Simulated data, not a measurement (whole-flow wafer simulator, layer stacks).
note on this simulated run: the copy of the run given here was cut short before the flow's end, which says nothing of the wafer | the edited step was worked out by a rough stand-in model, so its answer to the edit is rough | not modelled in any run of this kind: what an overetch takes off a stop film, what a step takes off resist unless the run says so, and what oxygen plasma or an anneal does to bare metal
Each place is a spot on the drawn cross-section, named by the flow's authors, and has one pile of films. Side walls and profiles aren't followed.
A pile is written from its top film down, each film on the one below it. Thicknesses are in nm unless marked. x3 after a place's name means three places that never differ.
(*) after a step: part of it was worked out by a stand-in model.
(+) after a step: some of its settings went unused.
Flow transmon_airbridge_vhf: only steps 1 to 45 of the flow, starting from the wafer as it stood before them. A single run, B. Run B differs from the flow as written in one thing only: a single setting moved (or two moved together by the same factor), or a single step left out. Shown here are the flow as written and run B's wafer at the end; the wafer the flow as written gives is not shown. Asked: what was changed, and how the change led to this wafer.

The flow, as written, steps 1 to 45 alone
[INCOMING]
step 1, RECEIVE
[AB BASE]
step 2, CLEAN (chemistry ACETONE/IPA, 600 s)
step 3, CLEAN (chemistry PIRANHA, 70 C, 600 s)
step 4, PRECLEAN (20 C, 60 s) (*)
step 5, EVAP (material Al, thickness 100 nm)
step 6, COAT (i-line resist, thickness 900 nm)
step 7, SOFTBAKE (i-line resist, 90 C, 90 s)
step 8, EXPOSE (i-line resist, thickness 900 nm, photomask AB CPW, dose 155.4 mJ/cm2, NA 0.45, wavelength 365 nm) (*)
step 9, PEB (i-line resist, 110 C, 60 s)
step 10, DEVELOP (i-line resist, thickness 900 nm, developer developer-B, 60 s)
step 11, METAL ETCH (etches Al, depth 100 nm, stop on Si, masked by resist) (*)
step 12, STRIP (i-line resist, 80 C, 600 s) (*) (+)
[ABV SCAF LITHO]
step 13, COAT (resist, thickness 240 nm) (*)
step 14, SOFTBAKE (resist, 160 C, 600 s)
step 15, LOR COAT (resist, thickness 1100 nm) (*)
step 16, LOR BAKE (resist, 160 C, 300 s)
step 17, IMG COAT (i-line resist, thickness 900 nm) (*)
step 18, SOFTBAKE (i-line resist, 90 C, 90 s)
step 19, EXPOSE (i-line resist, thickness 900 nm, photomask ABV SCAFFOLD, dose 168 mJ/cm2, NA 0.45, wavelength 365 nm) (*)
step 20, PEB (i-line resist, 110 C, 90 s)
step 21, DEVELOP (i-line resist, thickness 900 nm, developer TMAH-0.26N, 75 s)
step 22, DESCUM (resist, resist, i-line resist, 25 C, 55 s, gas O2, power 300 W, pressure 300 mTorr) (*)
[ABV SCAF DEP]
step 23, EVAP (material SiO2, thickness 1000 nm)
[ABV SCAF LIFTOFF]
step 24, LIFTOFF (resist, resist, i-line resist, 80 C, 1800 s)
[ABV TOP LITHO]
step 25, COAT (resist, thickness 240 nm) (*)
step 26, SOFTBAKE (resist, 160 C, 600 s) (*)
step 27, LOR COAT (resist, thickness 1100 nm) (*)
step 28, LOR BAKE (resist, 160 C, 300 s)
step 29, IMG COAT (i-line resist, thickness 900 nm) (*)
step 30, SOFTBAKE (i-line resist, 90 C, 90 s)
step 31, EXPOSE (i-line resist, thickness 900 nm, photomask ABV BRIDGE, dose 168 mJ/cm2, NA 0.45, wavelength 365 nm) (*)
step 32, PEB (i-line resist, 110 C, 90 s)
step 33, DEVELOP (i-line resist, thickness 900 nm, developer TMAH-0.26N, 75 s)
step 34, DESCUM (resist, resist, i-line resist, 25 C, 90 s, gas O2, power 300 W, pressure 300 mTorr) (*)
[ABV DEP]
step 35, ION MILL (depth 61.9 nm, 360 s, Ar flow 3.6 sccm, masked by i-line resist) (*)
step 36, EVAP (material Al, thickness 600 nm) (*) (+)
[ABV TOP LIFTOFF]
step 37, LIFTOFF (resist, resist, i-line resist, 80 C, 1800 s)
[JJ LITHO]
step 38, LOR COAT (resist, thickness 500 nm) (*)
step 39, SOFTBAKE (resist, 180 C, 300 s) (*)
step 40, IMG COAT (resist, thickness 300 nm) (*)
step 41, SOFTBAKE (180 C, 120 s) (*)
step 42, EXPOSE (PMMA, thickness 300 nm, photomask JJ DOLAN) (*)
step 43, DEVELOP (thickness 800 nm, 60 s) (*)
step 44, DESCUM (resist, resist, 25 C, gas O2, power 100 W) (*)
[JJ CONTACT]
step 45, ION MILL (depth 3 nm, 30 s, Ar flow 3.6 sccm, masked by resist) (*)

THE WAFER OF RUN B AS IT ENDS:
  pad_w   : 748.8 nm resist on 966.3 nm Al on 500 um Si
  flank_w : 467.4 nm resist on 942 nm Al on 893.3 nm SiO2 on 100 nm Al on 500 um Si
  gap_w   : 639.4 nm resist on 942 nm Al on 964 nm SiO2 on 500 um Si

What caused this: step 36, EVAP: thickness 942 nm was run, though the flow has thickness 600 nm.
The wafer itself shows it: flank_w has Al 942, and step 36 as written asks for 600 nm.

How this came from the change, step by step:
  step 36, EVAP (material Al, thickness 600 nm) (*) (+)
      field x3, jj_line, ground_far and 10 more: +942 Al (new film) (as written it would have been: +600 Al (new film))
      pad_w, pad_e: +928.2 Al (as written it would have been: +591.2 Al)
  step 37, LIFTOFF (resist, resist, i-line resist, 80 C, 1800 s)
      field x3, jj_line, trace_open_s x2: -942 Al (all of it), -600 i-line resist (all of it), -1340 resist (all of it) (as written it would have been: -600 Al (all of it), -600 i-line resist (all of it), -1340 resist (all of it))
      margin_s, margin_n: -942 Al (all of it), -318.3 i-line resist (all of it), -992 resist (all of it) (as written it would have been: -600 Al (all of it), -318.3 i-line resist (all of it), -992 resist (all of it))
      (and at 1 other place as well)
  step 38, LOR COAT (resist, thickness 500 nm) (*)
      pad_w, pad_e: +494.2 resist (new film) (as written it would have been: +517 resist (new film))
      flank_w, flank_e: +298.1 resist (new film) (as written it would have been: +306.5 resist (new film))
      (and at 6 other places as well)
  step 40, IMG COAT (resist, thickness 300 nm) (*)
      pad_w, pad_e: +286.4 resist (as written it would have been: +300.1 resist)
      flank_w, flank_e: +201.1 resist (as written it would have been: +212.1 resist)
      (and at 6 other places as well)
